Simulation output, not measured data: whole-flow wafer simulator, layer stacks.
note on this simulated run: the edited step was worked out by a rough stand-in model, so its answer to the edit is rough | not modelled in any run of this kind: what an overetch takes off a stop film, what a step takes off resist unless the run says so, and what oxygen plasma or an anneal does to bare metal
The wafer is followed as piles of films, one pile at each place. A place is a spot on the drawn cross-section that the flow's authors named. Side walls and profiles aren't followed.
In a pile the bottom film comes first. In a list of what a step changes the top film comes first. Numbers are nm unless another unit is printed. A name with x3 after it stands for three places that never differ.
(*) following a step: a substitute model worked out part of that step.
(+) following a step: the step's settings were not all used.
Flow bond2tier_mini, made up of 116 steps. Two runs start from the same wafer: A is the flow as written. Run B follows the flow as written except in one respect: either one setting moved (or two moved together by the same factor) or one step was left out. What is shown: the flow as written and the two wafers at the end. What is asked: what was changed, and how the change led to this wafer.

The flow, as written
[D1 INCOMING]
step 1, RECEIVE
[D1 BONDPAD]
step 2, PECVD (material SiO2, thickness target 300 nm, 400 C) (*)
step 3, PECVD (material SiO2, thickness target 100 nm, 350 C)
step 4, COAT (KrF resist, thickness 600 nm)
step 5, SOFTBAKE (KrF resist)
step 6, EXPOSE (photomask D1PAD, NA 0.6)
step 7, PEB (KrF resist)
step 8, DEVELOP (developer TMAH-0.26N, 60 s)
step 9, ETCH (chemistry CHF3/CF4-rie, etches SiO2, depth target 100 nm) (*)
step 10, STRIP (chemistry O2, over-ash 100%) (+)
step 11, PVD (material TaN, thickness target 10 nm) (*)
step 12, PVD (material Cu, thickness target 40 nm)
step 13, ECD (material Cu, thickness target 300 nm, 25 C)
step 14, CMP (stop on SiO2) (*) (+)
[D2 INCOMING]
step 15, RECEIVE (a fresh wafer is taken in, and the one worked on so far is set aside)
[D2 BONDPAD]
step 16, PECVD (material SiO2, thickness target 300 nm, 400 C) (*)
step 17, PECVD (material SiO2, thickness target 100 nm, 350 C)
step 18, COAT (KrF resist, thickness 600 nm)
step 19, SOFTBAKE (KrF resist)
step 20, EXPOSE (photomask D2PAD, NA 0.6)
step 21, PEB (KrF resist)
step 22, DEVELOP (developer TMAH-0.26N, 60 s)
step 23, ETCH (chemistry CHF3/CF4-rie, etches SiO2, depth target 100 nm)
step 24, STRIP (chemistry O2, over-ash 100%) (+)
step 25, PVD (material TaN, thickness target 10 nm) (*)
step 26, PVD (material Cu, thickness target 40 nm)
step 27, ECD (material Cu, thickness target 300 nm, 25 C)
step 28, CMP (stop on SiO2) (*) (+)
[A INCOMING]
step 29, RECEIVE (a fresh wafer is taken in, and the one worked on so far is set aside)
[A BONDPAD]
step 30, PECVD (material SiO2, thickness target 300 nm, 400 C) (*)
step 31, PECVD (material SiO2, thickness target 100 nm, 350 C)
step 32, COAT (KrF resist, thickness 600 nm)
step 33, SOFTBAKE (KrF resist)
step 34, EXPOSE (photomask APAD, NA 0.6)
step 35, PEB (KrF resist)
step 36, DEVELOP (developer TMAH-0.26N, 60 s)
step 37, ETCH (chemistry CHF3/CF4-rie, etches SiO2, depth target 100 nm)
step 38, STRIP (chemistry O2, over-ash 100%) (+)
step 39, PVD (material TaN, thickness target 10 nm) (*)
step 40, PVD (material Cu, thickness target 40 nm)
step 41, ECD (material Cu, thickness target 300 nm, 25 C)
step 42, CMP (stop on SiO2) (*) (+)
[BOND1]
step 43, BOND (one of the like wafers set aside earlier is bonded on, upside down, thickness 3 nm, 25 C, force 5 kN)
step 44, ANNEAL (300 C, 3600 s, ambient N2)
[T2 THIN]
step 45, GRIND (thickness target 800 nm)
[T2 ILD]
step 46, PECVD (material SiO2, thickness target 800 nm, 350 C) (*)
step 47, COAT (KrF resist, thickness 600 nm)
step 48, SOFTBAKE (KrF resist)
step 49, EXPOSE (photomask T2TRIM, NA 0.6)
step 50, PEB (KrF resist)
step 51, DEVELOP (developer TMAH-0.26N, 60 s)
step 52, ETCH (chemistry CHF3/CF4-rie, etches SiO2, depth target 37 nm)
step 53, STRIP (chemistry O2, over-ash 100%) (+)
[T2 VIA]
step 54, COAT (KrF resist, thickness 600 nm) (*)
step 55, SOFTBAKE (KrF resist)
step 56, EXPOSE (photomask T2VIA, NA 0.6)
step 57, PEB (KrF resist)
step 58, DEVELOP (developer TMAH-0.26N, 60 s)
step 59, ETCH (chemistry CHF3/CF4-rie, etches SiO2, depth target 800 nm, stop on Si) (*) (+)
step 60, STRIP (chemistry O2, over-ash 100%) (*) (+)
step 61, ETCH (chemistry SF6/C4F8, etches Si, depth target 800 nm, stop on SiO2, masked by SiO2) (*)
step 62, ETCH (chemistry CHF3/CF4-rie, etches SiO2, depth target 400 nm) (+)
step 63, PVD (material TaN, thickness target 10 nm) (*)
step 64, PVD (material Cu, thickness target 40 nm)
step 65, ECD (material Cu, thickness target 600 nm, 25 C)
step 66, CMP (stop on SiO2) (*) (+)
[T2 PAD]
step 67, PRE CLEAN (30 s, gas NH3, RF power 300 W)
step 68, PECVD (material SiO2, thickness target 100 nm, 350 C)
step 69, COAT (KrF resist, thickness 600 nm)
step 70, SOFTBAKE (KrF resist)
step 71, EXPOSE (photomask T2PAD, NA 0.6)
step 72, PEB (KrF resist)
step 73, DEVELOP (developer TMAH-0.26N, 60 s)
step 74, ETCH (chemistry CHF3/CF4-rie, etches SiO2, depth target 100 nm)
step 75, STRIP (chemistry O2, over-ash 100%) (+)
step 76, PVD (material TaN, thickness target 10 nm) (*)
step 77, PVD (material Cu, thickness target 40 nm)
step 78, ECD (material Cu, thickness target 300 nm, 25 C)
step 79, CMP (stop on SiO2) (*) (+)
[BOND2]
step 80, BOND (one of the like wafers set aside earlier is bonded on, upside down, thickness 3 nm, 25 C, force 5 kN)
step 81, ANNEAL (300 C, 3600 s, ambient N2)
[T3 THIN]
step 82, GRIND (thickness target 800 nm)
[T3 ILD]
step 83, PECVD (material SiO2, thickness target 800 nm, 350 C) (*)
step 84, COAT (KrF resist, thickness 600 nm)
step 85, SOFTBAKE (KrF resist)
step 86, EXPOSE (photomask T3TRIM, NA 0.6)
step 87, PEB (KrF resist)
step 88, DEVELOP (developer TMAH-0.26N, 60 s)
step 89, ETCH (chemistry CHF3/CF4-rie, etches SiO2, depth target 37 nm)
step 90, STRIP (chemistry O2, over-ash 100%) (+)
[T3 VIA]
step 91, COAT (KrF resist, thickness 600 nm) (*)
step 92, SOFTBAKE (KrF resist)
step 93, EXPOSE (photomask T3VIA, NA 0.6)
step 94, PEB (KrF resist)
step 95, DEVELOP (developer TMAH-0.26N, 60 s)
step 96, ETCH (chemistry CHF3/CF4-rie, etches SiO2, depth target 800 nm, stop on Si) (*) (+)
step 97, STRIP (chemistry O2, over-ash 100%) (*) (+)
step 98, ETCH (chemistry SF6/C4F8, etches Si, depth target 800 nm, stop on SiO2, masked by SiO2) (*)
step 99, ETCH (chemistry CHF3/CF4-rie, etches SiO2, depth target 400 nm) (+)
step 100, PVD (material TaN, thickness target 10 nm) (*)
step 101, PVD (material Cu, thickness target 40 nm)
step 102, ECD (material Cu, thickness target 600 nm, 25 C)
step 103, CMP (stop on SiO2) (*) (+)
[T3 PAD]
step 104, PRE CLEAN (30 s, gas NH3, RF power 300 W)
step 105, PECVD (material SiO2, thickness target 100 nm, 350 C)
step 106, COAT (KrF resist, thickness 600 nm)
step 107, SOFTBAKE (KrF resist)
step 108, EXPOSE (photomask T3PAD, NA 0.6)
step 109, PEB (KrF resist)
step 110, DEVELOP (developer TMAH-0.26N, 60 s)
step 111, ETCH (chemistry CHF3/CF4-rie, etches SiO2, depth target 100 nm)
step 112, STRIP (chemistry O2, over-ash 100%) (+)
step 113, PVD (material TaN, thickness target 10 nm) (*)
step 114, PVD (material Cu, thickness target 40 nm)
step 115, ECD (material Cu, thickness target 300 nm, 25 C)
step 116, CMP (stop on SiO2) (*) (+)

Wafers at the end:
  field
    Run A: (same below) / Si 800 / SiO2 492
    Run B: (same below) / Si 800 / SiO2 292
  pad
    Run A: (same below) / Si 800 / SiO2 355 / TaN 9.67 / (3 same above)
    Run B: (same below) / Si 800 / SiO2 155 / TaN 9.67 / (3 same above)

What caused this: step 83, PECVD: thickness target 600 nm was run, though the flow has thickness target 800 nm.

Step by step, how the change led to this:
  step 83, PECVD (material SiO2, thickness target 800 nm, 350 C) (*)
      field, pad: A SiO2 gains 800 (new film) | B SiO2 gains 600 (new film)
